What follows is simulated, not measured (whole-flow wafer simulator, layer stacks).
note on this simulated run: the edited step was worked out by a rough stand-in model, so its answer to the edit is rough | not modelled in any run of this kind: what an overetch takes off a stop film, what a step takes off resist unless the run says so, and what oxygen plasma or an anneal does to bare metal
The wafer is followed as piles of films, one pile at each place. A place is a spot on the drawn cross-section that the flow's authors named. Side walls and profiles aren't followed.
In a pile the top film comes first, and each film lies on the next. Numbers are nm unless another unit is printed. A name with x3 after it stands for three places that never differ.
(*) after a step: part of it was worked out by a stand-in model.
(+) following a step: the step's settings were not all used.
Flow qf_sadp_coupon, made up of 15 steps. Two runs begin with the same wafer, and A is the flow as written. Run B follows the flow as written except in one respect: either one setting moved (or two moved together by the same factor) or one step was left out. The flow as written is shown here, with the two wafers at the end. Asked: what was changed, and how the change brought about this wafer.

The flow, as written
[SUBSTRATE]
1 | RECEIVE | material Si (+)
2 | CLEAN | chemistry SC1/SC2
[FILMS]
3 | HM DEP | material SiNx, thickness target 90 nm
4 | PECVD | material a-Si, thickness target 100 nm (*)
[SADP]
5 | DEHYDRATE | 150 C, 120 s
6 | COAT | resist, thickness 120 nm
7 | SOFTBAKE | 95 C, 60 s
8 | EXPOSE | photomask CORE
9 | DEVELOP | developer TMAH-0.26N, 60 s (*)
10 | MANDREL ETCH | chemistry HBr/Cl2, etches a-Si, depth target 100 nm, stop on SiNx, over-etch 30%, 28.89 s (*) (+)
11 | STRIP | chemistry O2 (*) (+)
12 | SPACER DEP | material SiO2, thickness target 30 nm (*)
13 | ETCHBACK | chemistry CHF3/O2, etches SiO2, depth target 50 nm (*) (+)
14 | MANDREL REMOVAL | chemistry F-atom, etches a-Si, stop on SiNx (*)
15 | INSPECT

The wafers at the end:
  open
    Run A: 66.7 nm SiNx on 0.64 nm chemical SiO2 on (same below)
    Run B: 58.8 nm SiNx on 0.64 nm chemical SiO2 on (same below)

What caused this: step 10, MANDREL ETCH: depth target 142.5 nm was run, though the flow has depth target 100 nm; step 10, MANDREL ETCH: 41.17 s was run, where the flow has 28.89 s.

Step by step, how the change led to this:
  10 | MANDREL ETCH | chemistry HBr/Cl2, etches a-Si, depth target 100 nm, stop on SiNx, over-etch 30%, 28.89 s (*) (+)
      m: A resist loses 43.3 | B resist loses 61.8
      open: A a-Si loses 100 (all of it), SiNx loses 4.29 | B a-Si loses 100 (all of it), SiNx loses 12.2
  11 | STRIP | chemistry O2 (*) (+)
      m: A chemical SiO2 gains 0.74 (new film), resist loses 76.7 (all of it), a-Si loses 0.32 | B chemical SiO2 gains 0.75 (new film), resist loses 58.2 (all of it), a-Si loses 0.33
